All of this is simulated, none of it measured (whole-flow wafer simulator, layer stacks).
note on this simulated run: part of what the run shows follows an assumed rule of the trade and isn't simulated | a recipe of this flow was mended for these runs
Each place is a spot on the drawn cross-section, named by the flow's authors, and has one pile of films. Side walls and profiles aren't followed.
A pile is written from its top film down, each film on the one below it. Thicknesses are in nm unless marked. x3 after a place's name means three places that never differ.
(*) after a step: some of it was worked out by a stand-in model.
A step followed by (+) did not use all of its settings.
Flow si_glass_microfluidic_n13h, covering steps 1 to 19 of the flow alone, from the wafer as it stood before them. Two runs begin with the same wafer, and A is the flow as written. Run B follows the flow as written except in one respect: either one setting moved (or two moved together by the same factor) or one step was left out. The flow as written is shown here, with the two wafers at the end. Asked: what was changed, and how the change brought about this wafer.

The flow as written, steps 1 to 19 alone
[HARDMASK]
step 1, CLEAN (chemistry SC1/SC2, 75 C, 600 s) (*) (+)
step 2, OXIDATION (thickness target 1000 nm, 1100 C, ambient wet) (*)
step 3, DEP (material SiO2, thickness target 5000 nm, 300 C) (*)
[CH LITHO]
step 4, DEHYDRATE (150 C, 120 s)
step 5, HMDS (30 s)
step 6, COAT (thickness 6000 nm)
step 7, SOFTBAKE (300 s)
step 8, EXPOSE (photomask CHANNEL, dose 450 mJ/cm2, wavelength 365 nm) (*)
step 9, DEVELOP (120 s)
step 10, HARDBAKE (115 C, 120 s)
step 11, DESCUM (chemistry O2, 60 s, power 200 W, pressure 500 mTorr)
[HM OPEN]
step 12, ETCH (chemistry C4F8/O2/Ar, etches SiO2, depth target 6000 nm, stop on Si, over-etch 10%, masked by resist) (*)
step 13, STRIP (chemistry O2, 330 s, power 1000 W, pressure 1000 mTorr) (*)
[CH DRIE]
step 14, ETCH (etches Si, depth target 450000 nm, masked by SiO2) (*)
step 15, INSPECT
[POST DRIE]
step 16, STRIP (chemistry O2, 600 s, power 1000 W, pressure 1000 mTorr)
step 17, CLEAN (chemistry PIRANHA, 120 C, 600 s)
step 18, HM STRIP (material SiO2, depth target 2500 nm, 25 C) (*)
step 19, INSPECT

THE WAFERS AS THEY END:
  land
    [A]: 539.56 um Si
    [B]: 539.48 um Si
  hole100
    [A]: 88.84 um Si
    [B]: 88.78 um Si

What caused this: step 2, OXIDATION: 1155 C was run, though the flow has 1100 C.

Step by step, how the change led to this:
  step 2, OXIDATION (thickness target 1000 nm, 1100 C, ambient wet) (*)
      land, hole100: A SiO2 gains 1000 (new film), chemical SiO2 loses 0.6 (all of it), Si loses 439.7 | B SiO2 gains 1175.7 (new film), chemical SiO2 loses 0.6 (all of it), Si loses 517
  step 12, ETCH (chemistry C4F8/O2/Ar, etches SiO2, depth target 6000 nm, stop on Si, over-etch 10%, masked by resist) (*)
      hole100: A SiO2 loses 6000 (all of it), Si loses 75 | B SiO2 loses 6175.7 (all of it), Si loses 53
  step 18, HM STRIP (material SiO2, depth target 2500 nm, 25 C) (*)
      land: A SiO2 loses 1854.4 (all of it) | B SiO2 loses 2029.7 (all of it)
